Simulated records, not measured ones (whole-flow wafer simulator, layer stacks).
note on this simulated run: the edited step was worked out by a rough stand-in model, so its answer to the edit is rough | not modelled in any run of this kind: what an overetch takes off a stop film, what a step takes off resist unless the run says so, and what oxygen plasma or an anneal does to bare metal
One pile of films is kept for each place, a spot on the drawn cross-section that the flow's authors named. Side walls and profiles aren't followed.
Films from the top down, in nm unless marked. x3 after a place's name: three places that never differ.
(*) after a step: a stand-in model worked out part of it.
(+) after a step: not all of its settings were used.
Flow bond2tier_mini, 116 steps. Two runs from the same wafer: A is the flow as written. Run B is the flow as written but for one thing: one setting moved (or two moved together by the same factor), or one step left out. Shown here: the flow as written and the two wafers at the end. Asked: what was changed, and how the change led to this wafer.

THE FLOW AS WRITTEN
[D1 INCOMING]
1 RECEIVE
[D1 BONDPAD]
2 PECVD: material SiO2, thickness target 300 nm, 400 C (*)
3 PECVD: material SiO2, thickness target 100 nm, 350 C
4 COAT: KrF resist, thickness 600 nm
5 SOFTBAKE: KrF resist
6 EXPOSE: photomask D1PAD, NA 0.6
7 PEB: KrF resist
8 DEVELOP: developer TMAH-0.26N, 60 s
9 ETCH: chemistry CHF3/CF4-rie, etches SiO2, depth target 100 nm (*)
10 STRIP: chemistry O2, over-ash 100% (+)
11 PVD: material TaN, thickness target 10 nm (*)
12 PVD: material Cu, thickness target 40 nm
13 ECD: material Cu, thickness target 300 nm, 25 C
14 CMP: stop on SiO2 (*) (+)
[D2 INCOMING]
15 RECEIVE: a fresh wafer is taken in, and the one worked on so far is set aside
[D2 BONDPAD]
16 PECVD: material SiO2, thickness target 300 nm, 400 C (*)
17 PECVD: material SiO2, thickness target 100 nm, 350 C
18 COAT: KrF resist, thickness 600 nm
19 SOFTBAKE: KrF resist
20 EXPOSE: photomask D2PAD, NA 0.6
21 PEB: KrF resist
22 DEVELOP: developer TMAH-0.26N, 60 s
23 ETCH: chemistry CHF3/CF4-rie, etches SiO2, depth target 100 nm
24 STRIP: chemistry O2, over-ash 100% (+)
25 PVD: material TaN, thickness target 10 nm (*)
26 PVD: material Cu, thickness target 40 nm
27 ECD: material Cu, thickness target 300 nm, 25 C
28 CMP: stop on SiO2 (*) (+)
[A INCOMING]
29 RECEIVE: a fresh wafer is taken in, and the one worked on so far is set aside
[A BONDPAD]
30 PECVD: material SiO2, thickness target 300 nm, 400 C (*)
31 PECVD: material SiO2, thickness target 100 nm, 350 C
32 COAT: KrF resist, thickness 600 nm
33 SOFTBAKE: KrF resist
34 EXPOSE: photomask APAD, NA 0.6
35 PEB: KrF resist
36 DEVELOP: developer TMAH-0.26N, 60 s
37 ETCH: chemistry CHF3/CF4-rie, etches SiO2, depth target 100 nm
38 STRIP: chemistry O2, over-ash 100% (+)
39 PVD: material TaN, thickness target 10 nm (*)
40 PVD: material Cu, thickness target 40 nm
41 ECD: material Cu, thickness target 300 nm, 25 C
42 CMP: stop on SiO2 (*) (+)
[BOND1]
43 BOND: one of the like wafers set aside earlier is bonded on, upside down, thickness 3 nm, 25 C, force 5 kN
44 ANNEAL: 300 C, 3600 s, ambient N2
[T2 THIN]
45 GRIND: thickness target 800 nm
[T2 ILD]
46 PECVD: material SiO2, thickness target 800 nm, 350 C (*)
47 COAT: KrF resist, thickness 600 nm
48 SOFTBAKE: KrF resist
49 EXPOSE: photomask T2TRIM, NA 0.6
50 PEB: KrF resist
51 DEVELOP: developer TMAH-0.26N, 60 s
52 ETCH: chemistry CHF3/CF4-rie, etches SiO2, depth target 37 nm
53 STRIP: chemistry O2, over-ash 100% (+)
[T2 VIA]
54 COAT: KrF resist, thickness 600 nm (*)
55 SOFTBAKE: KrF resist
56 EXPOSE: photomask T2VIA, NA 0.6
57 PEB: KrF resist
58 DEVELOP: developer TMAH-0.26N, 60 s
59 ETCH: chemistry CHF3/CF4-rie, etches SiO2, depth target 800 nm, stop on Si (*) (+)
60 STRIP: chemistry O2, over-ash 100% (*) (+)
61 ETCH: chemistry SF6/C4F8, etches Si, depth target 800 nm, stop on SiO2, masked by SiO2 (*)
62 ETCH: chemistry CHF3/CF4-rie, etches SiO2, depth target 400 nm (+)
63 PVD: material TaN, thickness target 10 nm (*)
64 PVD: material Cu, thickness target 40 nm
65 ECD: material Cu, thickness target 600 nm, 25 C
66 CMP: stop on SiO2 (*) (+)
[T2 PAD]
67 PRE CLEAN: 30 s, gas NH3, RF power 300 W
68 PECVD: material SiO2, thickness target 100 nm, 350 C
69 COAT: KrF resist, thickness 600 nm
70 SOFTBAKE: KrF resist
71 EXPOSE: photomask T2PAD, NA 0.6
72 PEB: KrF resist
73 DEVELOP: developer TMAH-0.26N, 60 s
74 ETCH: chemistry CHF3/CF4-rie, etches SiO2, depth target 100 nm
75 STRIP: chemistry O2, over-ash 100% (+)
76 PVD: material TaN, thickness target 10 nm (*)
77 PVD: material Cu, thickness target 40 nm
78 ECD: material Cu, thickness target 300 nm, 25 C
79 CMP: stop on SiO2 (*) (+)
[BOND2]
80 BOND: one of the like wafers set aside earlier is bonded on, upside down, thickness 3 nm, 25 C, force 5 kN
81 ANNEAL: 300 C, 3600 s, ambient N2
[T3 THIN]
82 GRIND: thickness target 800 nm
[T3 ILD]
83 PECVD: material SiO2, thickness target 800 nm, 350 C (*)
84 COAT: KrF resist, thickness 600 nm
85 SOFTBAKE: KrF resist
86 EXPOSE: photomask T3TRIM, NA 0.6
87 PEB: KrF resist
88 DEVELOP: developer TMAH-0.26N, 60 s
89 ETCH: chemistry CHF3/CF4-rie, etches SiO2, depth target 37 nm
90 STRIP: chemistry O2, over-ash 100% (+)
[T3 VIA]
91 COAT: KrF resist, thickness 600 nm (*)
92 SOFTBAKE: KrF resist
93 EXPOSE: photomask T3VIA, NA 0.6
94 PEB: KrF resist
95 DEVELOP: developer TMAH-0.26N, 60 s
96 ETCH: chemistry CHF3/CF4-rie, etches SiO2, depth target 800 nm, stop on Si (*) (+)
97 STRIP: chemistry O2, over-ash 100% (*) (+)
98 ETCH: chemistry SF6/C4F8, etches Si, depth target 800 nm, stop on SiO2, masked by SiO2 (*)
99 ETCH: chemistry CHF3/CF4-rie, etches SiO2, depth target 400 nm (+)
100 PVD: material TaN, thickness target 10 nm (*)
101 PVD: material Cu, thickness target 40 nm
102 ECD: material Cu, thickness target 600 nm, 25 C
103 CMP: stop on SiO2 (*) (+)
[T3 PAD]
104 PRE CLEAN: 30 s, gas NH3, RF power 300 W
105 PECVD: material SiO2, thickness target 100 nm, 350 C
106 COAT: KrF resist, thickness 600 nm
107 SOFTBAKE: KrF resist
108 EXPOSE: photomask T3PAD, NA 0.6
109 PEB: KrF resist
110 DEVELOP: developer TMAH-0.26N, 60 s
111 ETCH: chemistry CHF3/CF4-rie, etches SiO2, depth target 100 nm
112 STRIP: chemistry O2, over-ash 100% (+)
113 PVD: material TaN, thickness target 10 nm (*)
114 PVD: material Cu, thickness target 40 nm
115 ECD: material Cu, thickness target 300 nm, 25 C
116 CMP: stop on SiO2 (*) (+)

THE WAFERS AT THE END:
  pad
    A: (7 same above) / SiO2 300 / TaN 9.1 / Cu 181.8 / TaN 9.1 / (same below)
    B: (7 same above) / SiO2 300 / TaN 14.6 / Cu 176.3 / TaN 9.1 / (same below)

The cause: step 25, PVD: thickness target 16 nm was run, where the flow has thickness target 10 nm.

How the change led to this, step by step:
  25 PVD: material TaN, thickness target 10 nm (*)
      field: A TaN +10 (new film) | B TaN +16 (new film)
      pad: A TaN +9.1 (new film) | B TaN +14.6 (new film)
      (and at 1 more place)
  28 CMP: stop on SiO2 (*) (+)
      field: A Cu -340 (all of it), TaN -10 (all of it) | B Cu -340 (all of it), TaN -16 (all of it)
  80 BOND: one of the like wafers set aside earlier is bonded on, upside down, thickness 3 nm, 25 C, force 5 kN
      pad: A Si +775 um (new film), chemical SiO2 +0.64 (new film), SiO2 +300 (new film), TaN +9.1 (new film), Cu +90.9 | B Si +775 um (new film), chemical SiO2 +0.64 (new film), SiO2 +300 (new film), TaN +14.6 (new film), Cu +85.4
